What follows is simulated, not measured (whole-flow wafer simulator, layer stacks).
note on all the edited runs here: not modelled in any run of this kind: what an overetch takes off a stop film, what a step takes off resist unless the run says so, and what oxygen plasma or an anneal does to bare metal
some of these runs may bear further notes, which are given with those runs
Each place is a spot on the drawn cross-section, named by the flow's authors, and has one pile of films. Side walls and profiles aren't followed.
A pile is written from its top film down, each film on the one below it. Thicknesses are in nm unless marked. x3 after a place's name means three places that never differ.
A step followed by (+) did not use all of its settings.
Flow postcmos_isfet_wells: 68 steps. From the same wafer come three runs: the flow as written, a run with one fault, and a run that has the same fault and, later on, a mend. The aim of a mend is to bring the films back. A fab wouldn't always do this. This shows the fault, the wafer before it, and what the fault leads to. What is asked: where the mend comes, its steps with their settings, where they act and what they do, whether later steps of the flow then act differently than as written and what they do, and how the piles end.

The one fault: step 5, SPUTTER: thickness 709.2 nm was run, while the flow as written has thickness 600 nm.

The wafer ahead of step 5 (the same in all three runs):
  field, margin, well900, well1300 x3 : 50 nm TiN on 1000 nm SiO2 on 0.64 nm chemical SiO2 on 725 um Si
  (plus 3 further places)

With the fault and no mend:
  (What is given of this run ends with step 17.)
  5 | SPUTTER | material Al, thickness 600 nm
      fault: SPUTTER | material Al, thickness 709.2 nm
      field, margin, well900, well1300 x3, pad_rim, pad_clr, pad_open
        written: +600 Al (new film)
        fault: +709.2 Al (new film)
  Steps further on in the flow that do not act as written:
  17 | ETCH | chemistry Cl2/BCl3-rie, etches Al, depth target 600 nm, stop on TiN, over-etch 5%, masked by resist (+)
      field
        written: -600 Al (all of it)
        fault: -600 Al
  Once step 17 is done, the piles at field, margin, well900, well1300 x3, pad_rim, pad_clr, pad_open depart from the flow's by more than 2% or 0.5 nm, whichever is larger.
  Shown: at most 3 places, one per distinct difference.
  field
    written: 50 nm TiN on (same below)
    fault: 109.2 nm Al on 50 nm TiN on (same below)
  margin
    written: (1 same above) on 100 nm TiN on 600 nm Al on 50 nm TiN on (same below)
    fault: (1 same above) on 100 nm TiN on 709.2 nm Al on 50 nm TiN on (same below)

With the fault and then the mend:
  The mend follows step 5.
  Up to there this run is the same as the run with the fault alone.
  5a | ETCH | chemistry al pan, depth target 815.6 nm
      field, margin, well900, well1300 x3, pad_rim, pad_clr, pad_open
        -709.2 Al (all of it)
  5b | SPUTTER | material Al, thickness 600 nm (a further turn of the flow's step 5)
      field, margin, well900, well1300 x3, pad_rim, pad_clr, pad_open
        +600 Al (new film)
  None of the later steps of the flow acts differently than as written at any place that is followed.
  The piles end the same as the flow's at every place that both follow.
